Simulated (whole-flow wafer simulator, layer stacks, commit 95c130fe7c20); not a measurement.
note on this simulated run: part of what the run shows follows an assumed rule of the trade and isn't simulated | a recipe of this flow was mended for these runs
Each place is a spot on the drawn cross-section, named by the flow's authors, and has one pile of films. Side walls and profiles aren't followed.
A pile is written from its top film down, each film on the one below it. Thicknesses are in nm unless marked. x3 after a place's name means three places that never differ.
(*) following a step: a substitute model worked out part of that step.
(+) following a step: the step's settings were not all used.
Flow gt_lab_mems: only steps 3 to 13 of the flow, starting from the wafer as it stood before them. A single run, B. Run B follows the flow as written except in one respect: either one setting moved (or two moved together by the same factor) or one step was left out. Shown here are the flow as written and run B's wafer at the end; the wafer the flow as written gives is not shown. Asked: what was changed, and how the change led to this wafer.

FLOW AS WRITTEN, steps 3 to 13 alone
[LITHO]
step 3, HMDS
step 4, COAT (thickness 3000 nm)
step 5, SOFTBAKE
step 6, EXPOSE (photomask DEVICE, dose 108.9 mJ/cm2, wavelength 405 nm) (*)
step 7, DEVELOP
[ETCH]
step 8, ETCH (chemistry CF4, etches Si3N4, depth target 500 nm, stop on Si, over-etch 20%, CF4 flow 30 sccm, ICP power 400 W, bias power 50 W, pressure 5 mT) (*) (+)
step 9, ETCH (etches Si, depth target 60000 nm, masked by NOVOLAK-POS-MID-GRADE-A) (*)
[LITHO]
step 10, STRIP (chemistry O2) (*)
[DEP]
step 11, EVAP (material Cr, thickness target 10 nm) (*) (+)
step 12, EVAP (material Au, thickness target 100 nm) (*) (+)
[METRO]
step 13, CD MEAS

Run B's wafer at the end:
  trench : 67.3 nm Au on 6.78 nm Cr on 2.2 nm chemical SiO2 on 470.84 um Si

What caused this: step 4, COAT: thickness 1920 nm was run, whereas the flow has thickness 3000 nm; step 8, ETCH: depth target 320 nm was run, where the flow has depth target 500 nm.

The path from the change to this, step by step:
  step 4, COAT (thickness 3000 nm)
      field, trench: g/i-line-resist gains 1920 (new film) (in the flow as written it would be: g/i-line-resist gains 3000 (new film))
  step 7, DEVELOP
      trench: g/i-line-resist loses 1920 (all of it) (in the flow as written it would be: g/i-line-resist loses 3000 (all of it))
  step 8, ETCH (chemistry CF4, etches Si3N4, depth target 500 nm, stop on Si, over-etch 20%, CF4 flow 30 sccm, ICP power 400 W, bias power 50 W, pressure 5 mT) (*) (+)
      trench: Si3N4 loses 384 (in the flow as written it would be: Si3N4 loses 500 (all of it), chemical SiO2 loses 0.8 (all of it), Si loses 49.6)
      field: g/i-line-resist loses 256 (in the flow as written it would be: g/i-line-resist loses 400)
  step 9, ETCH (etches Si, depth target 60000 nm, masked by NOVOLAK-POS-MID-GRADE-A) (*)
      trench: Si3N4 loses 116 (all of it), chemical SiO2 loses 0.8 (all of it), Si loses 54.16 um (in the flow as written it would be: Si loses 59.96 um)
  step 10, STRIP (chemistry O2) (*)
      field: g/i-line-resist loses 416 (all of it) (in the flow as written it would be: g/i-line-resist loses 1352 (all of it))
  step 12, EVAP (material Au, thickness target 100 nm) (*) (+)
      trench: Au gains 67.3 (new film) (in the flow as written it would be: Au gains 64.1 (new film))
